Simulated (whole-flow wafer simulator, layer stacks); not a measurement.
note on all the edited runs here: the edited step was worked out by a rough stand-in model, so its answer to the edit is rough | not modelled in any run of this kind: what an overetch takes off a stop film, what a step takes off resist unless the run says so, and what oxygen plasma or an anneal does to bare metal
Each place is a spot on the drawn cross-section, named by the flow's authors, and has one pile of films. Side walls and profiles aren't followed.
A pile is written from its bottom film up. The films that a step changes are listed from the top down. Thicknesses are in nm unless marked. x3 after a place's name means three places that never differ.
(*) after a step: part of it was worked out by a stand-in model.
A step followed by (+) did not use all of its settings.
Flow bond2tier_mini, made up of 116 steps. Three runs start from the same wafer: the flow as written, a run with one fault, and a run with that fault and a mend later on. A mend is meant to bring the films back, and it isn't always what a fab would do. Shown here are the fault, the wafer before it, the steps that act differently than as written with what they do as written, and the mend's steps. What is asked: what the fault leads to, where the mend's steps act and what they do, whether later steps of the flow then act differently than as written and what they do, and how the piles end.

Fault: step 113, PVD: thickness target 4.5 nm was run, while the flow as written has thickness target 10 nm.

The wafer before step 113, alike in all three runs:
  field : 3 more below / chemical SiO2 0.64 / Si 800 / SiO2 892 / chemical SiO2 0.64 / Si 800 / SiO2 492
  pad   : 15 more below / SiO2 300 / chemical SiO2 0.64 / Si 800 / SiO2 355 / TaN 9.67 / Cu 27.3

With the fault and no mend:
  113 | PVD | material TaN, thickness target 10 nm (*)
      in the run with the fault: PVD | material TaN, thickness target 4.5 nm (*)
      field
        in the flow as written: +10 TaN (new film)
        in the run with the fault: +4.5 TaN (new film)
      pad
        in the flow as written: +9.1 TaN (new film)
        in the run with the fault: +4.1 TaN (new film)
  Steps further on in the flow that do not act as written (1 other step is not shown; it differs only slightly, by no more than 2% or 0.5 nm, whichever is larger):
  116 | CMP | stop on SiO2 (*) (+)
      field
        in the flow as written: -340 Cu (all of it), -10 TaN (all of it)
        in the run with the fault: -340 Cu (all of it), -4.5 TaN (all of it)
  By the end, the piles at pad depart from the flow's by more than 2% or 0.5 nm, whichever is larger.
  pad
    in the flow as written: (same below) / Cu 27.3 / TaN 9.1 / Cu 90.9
    in the run with the fault: (same below) / Cu 27.3 / TaN 4.1 / Cu 95.9

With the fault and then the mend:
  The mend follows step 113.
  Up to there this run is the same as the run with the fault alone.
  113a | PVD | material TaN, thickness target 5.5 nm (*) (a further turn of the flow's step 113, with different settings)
      field
        +5.5 TaN
      pad
        +5 TaN
  None of the later steps of the flow acts differently than as written at any place that is followed.
  The piles end the same as the flow's at every place that both follow.
